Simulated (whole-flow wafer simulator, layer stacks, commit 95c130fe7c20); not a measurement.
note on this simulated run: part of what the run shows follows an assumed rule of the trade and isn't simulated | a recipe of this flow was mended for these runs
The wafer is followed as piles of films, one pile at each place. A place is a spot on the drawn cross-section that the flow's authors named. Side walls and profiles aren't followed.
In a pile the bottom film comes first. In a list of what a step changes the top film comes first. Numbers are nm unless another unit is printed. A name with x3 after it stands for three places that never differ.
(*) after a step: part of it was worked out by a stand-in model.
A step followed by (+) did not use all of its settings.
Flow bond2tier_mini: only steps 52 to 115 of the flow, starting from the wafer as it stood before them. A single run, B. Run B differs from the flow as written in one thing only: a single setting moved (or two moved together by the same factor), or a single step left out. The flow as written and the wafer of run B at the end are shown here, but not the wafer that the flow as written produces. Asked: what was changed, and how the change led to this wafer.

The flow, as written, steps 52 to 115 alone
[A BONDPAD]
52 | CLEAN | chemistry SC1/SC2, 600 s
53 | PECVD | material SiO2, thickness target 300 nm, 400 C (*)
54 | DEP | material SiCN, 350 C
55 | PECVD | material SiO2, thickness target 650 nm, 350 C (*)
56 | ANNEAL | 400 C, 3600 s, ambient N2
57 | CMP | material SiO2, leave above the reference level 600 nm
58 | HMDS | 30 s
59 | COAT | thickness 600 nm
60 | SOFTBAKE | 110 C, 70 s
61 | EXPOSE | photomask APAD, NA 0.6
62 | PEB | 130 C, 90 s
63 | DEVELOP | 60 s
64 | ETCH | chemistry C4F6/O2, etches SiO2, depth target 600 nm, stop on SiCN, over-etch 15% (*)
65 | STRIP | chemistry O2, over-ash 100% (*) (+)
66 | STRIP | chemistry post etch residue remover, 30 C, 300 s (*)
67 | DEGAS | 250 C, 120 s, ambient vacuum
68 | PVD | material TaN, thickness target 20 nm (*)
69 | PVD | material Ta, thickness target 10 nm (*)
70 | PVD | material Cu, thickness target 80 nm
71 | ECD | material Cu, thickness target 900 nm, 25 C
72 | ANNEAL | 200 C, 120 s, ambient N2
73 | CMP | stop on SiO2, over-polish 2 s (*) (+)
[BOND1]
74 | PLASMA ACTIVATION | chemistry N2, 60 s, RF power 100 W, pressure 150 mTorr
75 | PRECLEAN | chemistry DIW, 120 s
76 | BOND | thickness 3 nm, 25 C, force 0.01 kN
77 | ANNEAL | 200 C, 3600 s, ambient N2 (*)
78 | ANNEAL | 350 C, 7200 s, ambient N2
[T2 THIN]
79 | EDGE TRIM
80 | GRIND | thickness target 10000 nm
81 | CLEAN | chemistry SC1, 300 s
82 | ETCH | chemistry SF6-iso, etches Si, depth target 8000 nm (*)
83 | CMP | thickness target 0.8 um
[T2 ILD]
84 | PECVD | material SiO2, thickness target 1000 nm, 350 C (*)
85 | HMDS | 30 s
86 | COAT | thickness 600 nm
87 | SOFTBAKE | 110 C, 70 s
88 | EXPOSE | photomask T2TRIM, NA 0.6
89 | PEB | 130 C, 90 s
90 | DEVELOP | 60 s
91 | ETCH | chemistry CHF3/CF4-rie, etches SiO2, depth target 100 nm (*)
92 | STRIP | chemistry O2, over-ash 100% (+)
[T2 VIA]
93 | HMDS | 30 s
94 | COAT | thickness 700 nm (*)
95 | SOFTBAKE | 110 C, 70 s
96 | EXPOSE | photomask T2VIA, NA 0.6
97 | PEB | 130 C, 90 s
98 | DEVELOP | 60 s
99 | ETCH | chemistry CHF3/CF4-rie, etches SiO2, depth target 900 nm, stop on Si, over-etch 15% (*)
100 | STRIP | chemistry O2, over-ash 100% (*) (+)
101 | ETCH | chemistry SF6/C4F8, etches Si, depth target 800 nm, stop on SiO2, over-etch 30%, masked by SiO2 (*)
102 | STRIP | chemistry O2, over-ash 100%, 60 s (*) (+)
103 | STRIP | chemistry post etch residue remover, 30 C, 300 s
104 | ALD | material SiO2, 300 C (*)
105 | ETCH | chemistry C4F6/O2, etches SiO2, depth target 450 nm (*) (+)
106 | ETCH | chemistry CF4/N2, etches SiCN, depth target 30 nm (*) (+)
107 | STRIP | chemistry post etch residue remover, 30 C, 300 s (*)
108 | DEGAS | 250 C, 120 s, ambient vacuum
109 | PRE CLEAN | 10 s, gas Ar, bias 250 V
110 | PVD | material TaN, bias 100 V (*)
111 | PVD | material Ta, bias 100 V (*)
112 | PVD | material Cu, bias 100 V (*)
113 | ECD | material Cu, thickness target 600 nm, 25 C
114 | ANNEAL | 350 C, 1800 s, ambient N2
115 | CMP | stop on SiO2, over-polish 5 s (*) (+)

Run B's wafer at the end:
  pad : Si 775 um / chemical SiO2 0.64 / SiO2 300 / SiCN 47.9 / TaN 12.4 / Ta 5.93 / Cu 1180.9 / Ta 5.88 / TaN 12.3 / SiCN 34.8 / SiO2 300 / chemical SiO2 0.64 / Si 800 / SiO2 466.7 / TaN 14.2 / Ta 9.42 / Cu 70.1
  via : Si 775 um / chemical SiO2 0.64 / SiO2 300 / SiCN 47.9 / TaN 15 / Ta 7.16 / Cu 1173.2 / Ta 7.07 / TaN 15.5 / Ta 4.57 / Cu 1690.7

What caused this: step 64, ETCH: depth target 532.7 nm was run, while the flow as written has depth target 600 nm.

How this came from the change, step by step:
  64 | ETCH | chemistry C4F6/O2, etches SiO2, depth target 600 nm, stop on SiCN, over-etch 15% (*)
      pad, via: SiO2 loses 600 (all of it), SiCN loses 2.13 (as written it would have been: SiO2 loses 600 (all of it), SiCN loses 15.2)
      field: thick-KrF-resist loses 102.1 (as written it would have been: thick-KrF-resist loses 115)
  65 | STRIP | chemistry O2, over-ash 100% (*) (+)
      field: thick-KrF-resist loses 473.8 (all of it) (as written it would have been: thick-KrF-resist loses 460.9 (all of it))
